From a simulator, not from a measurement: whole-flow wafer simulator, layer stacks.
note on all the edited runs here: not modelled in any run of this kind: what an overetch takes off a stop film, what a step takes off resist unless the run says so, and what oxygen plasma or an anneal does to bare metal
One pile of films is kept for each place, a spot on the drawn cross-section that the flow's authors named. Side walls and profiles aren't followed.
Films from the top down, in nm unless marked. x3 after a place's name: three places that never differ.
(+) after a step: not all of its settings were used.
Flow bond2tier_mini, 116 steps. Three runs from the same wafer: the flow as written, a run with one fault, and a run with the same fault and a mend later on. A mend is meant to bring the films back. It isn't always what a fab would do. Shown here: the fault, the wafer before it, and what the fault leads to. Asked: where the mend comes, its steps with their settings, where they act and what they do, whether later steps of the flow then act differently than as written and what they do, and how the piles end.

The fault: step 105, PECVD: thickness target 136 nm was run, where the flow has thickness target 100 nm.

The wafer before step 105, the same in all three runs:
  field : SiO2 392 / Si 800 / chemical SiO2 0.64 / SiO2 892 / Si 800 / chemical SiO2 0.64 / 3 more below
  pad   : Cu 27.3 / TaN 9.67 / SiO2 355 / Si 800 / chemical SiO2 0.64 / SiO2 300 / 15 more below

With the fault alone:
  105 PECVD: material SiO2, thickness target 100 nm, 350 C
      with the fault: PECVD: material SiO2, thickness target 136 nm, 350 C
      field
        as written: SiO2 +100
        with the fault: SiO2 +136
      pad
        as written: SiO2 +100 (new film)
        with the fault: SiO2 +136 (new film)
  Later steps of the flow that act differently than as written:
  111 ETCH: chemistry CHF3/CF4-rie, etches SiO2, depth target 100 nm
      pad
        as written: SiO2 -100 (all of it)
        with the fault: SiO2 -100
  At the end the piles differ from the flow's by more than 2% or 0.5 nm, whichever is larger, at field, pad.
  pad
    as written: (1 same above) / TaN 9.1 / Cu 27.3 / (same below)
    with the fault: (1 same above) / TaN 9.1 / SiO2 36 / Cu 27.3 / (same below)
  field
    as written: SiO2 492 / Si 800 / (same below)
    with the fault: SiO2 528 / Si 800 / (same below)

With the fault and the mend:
  The mend comes after step 110.
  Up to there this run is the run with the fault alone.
  110a STRIP: chemistry O2, over-ash 100% (+)
      field
        KrF resist -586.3 (all of it)
  110b ETCH: chemistry CHF3/CF4-rie, etches SiO2, depth target 36 nm (the flow's step 62 once more, with other settings)
      field, pad
        SiO2 -36
  110c COAT: KrF resist, thickness 600 nm (the flow's step 106 once more)
      field, pad
        KrF resist +600 (new film)
  110d SOFTBAKE: KrF resist (the flow's step 107 once more)
      changes no film at any place that is followed
  110e EXPOSE: photomask T3PAD, NA 0.6 (the flow's step 108 once more)
      changes no film at any place that is followed
  110f PEB: KrF resist (the flow's step 109 once more)
      changes no film at any place that is followed
  110g DEVELOP: developer TMAH-0.26N, 60 s (the flow's step 110 once more)
      field
        KrF resist -13.7
      pad
        KrF resist -600 (all of it)
  No later step of the flow acts differently than as written at any place that is followed.
  At the end the piles are the same as the flow's at every place that both follow.
